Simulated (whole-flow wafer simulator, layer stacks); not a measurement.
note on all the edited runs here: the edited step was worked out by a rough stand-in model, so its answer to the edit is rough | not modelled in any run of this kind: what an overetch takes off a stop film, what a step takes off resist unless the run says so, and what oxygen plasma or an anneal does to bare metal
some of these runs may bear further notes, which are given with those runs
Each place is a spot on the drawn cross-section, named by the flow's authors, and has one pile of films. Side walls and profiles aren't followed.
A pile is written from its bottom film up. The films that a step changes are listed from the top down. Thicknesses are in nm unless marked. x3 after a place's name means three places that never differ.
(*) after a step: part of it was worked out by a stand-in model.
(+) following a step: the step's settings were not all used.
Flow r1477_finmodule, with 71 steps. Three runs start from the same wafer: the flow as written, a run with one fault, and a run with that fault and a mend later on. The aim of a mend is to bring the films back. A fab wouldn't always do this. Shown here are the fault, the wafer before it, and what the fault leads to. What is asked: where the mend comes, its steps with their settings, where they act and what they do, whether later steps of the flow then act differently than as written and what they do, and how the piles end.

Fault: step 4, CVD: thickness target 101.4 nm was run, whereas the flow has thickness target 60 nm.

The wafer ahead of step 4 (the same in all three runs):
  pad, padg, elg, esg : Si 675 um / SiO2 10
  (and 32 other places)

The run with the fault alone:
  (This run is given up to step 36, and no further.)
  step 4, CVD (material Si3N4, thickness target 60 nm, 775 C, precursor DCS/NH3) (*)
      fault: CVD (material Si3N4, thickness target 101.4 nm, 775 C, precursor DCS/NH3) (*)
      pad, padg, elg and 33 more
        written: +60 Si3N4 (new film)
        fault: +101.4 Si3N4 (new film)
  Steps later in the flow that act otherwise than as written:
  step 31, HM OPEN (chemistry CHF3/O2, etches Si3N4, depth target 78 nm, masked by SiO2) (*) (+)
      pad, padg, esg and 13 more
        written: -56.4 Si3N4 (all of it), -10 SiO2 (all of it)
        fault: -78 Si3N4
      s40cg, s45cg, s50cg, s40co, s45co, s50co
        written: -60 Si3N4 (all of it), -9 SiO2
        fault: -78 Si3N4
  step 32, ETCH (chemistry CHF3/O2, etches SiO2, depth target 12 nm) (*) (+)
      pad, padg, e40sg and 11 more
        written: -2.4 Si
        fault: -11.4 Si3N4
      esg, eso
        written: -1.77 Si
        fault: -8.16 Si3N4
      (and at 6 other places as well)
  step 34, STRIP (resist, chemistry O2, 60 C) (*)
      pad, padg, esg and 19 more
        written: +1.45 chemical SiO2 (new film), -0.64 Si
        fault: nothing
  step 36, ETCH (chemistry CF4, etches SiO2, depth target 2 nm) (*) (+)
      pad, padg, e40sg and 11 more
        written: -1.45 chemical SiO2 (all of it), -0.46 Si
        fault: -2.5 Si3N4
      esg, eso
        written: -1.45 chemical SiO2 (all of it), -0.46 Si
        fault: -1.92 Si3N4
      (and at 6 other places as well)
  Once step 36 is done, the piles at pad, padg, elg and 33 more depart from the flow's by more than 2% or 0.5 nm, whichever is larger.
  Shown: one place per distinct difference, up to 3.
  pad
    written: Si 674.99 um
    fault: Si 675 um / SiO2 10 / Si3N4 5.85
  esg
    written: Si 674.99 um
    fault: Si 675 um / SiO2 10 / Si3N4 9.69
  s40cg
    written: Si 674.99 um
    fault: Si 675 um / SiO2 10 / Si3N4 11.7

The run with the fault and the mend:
  The mend follows step 5.
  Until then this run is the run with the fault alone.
  step 5a, ETCH (chemistry h3po4, depth target 116.6 nm)
      pad, padg, elg and 33 more
        -101.4 Si3N4 (all of it)
  step 5b, CLEAN (chemistry SC1/SC2) (the flow's step 2 again)
      does not change any film at any place that is followed
  step 5c, CVD (material Si3N4, thickness target 60 nm, 775 C, precursor DCS/NH3) (*) (the flow's step 4 again)
      pad, padg, elg and 33 more
        +60 Si3N4 (new film)
  None of the later steps of the flow acts differently than as written at any place that is followed.
  By the end, the piles equal the flow's at every place that both follow.
